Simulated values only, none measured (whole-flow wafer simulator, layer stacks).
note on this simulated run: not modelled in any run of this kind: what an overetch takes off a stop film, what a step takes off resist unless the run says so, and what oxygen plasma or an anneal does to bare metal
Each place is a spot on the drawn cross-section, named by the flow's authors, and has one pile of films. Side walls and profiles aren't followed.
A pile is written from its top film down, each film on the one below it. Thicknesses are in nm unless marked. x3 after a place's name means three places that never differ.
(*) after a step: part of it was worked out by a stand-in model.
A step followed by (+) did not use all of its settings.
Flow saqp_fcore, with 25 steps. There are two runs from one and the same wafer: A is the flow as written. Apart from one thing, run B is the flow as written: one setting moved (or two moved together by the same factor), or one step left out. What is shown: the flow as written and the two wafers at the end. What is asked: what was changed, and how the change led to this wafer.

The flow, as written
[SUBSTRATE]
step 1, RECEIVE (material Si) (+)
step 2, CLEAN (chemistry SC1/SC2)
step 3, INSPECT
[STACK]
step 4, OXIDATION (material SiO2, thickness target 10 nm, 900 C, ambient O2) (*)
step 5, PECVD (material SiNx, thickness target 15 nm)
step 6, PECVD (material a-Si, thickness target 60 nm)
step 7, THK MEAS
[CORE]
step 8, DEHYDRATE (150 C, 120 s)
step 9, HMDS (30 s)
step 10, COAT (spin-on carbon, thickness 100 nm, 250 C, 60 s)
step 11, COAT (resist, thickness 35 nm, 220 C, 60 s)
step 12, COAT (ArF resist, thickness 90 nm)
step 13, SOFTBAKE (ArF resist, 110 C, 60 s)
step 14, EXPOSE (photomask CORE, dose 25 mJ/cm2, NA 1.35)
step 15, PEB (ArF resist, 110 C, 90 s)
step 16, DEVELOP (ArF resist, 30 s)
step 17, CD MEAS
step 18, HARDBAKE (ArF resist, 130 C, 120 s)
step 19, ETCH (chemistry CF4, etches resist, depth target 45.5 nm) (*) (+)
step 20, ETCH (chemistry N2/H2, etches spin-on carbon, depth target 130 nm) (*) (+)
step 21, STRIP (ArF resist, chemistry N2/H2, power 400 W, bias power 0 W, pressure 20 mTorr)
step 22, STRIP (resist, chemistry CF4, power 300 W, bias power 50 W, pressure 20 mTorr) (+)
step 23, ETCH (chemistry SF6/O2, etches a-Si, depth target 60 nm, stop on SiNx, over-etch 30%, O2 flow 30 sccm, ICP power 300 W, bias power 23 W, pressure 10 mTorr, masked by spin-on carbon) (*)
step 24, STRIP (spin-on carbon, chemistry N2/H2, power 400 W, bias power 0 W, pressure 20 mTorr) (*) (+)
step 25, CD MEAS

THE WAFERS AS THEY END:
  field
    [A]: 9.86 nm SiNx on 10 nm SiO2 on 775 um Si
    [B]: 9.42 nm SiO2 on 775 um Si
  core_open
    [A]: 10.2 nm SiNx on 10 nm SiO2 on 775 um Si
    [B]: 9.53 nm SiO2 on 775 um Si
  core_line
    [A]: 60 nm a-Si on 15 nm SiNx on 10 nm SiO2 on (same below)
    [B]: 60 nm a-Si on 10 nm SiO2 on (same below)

Cause: step 5, PECVD: material SiNx, thickness target 15 nm, was not run.

Step by step, how the change led to this:
  step 23, ETCH (chemistry SF6/O2, etches a-Si, depth target 60 nm, stop on SiNx, over-etch 30%, O2 flow 30 sccm, ICP power 300 W, bias power 23 W, pressure 10 mTorr, masked by spin-on carbon) (*)
      field: A -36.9 a-Si (all of it), -5.14 SiNx | B -36.9 a-Si (all of it), -0.58 SiO2
      core_open: A -39.4 a-Si (all of it), -4.82 SiNx | B -39.4 a-Si (all of it), -0.47 SiO2
